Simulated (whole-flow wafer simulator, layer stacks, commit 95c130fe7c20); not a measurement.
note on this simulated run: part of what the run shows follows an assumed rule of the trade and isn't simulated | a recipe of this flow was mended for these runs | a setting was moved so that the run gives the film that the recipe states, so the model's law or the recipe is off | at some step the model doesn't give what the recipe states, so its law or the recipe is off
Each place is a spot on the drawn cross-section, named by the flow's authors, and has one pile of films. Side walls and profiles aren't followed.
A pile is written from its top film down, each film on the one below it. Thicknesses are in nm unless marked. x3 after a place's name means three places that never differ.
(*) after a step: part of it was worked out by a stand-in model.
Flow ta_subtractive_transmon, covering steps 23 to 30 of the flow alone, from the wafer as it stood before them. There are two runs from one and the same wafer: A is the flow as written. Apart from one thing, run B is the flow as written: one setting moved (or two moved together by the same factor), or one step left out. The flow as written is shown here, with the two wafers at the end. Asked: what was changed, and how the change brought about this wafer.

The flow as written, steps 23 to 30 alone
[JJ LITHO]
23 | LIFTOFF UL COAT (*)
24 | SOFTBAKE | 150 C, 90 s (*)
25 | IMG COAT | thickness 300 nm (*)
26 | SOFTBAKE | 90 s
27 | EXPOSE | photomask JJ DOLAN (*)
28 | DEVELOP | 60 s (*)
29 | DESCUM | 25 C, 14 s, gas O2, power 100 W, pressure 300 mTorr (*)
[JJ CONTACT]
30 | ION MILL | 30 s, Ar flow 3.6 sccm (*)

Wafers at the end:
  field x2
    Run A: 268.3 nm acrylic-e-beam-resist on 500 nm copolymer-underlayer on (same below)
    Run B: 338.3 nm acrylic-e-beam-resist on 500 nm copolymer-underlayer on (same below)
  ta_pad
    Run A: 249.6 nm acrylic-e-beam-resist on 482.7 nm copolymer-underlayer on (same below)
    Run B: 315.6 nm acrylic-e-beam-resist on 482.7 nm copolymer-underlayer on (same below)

Cause: step 25, IMG COAT: thickness 370 nm was run, though the flow has thickness 300 nm.

Step by step, how the change led to this:
  25 | IMG COAT | thickness 300 nm (*)
      field x2, jj_line: A acrylic-e-beam-resist gains 300 (new film) | B acrylic-e-beam-resist gains 370 (new film)
      lead: A acrylic-e-beam-resist gains 312.5 (new film) | B acrylic-e-beam-resist gains 384.7 (new film)
      (also at 2 further places)
  28 | DEVELOP | 60 s (*)
      jj_line: A acrylic-e-beam-resist loses 300 (all of it), copolymer-underlayer loses 500 (all of it) | B acrylic-e-beam-resist loses 370 (all of it), copolymer-underlayer loses 500 (all of it)
      lead: A acrylic-e-beam-resist loses 312.5 (all of it), copolymer-underlayer loses 554.7 (all of it) | B acrylic-e-beam-resist loses 384.7 (all of it), copolymer-underlayer loses 554.7 (all of it)
      (also at 1 further place)
